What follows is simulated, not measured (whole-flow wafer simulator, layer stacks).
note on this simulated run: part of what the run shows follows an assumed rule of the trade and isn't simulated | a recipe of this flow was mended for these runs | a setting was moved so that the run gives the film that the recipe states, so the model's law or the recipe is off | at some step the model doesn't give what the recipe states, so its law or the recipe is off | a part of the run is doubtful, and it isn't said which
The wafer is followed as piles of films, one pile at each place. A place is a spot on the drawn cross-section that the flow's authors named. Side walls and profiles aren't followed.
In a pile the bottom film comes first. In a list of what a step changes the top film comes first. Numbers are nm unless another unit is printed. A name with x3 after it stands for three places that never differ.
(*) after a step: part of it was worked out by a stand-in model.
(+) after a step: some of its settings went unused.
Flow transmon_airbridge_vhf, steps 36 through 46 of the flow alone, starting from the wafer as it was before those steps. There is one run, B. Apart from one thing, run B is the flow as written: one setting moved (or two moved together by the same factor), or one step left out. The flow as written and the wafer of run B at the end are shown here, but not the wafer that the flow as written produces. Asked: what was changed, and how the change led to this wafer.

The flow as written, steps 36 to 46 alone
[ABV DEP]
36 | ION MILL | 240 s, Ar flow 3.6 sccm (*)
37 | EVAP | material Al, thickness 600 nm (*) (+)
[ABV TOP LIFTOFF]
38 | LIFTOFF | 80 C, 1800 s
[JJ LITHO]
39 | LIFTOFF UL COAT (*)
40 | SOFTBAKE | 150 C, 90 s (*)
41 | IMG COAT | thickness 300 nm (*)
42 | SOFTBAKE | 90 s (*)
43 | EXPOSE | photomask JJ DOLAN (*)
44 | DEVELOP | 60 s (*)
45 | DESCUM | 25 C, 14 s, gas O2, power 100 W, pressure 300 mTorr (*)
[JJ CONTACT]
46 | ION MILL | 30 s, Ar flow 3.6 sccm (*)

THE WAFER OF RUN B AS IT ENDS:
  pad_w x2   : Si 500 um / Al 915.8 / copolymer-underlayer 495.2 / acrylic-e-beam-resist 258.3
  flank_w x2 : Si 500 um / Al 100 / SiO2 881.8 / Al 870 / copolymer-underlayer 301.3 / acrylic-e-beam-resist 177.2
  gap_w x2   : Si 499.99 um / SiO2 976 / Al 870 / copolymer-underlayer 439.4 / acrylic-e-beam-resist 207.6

Cause: step 37, EVAP: thickness 870 nm was run, though the flow has thickness 600 nm.
One can read it off the wafer: flank_w x2 has Al 870, and step 37 as written asks for 600 nm.

The path from the change to this, step by step:
  37 | EVAP | material Al, thickness 600 nm (*) (+)
      field x3, jj_line, ground_far and 10 more: +870 Al (new film) (in the flow as written it would be: +600 Al (new film))
      pad_w x2: +857.1 Al (in the flow as written it would be: +591.1 Al)
  38 | LIFTOFF | 80 C, 1800 s
      field x3, jj_line, trace_open_s x2: -870 Al (all of it), -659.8 i-line-resist (all of it), -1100 lift-off-underlayer (all of it), -240 acrylic-e-beam-resist (all of it) (in the flow as written it would be: -600 Al (all of it), -659.8 i-line-resist (all of it), -1100 lift-off-underlayer (all of it), -240 acrylic-e-beam-resist (all of it))
      margin_s, margin_n: -870 Al (all of it), -378.2 i-line-resist (all of it), -823.4 lift-off-underlayer (all of it), -168.6 acrylic-e-beam-resist (all of it) (in the flow as written it would be: -600 Al (all of it), -378.2 i-line-resist (all of it), -823.4 lift-off-underlayer (all of it), -168.6 acrylic-e-beam-resist (all of it))
      (and at 1 other place as well)
  39 | LIFTOFF UL COAT (*)
      pad_w x2: +495.2 copolymer-underlayer (new film) (in the flow as written it would be: +513.6 copolymer-underlayer (new film))
      flank_w x2: +301.3 copolymer-underlayer (new film) (in the flow as written it would be: +308 copolymer-underlayer (new film))
      (and at 6 other places as well)
  41 | IMG COAT | thickness 300 nm (*)
      pad_w x2: +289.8 acrylic-e-beam-resist (new film) (in the flow as written it would be: +300.2 acrylic-e-beam-resist (new film))
      flank_w x2: +208.7 acrylic-e-beam-resist (new film) (in the flow as written it would be: +217.1 acrylic-e-beam-resist (new film))
      (and at 6 other places as well)
